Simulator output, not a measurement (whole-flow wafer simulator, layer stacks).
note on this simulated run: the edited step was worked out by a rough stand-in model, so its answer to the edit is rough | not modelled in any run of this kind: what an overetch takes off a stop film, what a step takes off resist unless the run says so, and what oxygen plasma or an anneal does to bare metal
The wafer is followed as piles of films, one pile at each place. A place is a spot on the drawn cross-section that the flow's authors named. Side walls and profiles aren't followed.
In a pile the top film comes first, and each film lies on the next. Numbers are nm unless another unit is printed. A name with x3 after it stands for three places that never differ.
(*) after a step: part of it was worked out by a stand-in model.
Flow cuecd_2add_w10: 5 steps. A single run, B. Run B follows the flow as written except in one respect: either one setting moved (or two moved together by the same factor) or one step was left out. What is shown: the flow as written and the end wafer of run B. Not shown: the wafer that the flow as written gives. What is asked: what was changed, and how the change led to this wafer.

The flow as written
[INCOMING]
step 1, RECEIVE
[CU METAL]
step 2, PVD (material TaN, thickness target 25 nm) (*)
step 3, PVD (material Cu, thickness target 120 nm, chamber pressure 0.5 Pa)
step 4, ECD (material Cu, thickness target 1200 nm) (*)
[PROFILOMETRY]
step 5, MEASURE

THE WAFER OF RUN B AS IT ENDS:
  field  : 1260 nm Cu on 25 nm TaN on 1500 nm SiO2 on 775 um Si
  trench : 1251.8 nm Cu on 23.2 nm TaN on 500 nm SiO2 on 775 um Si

The reason: step 4, ECD: thickness target 1140 nm was run, though the flow has thickness target 1200 nm.

The path from the change to this, step by step:
  step 4, ECD (material Cu, thickness target 1200 nm) (*)
      field, trench: Cu gains 1140 (in the flow as written it would be: Cu gains 1200)
